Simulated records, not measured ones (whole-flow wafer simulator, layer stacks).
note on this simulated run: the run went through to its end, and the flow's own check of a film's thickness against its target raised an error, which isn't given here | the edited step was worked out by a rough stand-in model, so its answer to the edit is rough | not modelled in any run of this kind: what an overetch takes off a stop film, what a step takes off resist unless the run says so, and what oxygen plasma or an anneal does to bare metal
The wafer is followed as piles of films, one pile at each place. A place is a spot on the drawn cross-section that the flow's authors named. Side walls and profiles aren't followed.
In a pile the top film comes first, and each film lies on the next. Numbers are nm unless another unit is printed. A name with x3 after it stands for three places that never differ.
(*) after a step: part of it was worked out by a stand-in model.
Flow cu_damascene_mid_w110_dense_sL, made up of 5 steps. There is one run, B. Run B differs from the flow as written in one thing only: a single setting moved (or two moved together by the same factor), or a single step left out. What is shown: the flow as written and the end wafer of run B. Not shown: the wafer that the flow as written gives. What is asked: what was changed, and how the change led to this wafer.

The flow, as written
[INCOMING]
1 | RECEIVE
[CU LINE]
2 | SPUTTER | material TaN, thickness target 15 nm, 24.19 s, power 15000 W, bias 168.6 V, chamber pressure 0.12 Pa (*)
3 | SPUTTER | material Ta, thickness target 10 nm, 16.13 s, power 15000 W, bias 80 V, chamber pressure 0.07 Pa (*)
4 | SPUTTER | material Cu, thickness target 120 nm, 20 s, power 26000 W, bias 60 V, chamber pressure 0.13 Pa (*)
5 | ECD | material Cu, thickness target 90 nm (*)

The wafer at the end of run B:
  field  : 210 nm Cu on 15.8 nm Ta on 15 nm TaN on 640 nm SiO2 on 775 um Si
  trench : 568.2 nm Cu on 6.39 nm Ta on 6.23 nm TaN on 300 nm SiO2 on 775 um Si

The reason: step 3, SPUTTER: thickness target 15.8 nm was run, while the flow as written has thickness target 10 nm; step 3, SPUTTER: 25.4 s was run, where the flow has 16.13 s.
The wafer itself shows it: field has Ta 15.8, and step 3 as written asks for 10 nm.

How this came from the change, step by step:
  3 | SPUTTER | material Ta, thickness target 10 nm, 16.13 s, power 15000 W, bias 80 V, chamber pressure 0.07 Pa (*)
      field: Ta gains 15.8 (new film) (it would be, as written: Ta gains 10 (new film))
      trench: Ta gains 6.39 (new film) (it would be, as written: Ta gains 4.05 (new film))
